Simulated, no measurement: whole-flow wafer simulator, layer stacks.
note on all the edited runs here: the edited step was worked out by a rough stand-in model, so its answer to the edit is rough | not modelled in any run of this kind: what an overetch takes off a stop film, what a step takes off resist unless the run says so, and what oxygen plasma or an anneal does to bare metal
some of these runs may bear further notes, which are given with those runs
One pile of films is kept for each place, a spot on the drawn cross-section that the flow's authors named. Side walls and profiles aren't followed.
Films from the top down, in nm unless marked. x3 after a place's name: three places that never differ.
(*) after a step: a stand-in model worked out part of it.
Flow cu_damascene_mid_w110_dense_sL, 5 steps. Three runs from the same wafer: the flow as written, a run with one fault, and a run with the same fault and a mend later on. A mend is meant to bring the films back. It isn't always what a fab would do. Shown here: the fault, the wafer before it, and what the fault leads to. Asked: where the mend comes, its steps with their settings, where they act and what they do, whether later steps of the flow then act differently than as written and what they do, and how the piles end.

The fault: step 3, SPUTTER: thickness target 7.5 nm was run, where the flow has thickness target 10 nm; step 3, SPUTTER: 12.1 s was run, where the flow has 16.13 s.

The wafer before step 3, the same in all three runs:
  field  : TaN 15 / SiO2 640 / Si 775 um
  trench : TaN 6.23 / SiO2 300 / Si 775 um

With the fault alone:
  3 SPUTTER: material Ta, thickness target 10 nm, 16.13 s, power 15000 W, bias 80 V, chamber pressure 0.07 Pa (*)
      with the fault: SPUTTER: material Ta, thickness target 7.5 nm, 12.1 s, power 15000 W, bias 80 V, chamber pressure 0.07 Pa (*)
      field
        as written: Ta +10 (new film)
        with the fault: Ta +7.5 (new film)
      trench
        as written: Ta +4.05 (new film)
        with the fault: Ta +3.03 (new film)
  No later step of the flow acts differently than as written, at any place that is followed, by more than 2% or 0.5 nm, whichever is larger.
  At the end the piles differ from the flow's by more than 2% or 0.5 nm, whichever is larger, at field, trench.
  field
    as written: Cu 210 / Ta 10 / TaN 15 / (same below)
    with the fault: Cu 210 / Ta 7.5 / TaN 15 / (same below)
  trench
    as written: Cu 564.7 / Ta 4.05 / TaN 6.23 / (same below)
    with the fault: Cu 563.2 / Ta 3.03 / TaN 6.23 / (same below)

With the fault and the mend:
  The mend comes after step 3.
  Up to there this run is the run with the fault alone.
  3a SPUTTER: material Ta, thickness target 2.5 nm, 4.032 s, power 15000 W, bias 80 V, chamber pressure 0.07 Pa (*) (the flow's step 3 once more, with other settings)
      field
        Ta +2.5
      trench
        Ta +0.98
  No later step of the flow acts differently than as written at any place that is followed.
  At the end the piles differ from the flow's only slightly at the places that both follow, by at most 2% or 0.5 nm, whichever is larger.
